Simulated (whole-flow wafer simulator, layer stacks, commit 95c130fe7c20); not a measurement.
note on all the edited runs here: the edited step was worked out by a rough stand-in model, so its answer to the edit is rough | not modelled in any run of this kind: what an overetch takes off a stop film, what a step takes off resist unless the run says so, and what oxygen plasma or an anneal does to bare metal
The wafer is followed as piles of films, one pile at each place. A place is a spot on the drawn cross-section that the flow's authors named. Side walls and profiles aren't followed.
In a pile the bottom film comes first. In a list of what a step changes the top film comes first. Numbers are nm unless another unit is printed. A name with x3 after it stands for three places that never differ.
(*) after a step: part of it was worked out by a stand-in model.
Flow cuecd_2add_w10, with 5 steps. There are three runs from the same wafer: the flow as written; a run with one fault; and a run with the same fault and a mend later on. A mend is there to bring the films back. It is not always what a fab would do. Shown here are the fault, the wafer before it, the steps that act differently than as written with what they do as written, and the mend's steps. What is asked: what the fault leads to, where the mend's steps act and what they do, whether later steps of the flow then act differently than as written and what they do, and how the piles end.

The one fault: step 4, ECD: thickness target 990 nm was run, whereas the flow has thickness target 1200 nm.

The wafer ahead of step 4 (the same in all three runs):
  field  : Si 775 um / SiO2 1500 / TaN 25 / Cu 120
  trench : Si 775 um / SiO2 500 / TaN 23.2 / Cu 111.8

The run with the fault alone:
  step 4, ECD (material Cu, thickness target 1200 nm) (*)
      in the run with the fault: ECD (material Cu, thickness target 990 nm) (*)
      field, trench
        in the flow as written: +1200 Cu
        in the run with the fault: +990 Cu
  Later steps of the flow that are run all act as written at every place that is followed.
  The piles end different from the flow's at field, trench by more than 2% or 0.5 nm, whichever is larger.
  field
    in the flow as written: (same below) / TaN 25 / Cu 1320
    in the run with the fault: (same below) / TaN 25 / Cu 1110
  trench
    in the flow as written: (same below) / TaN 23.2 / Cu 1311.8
    in the run with the fault: (same below) / TaN 23.2 / Cu 1101.8

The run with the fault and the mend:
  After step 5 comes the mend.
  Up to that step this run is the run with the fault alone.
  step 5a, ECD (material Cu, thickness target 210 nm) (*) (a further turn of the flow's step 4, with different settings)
      field, trench
        +210 Cu
  Later steps of the flow that are run all act as written at every place that is followed.
  By the end, the piles equal the flow's at every place that both follow.
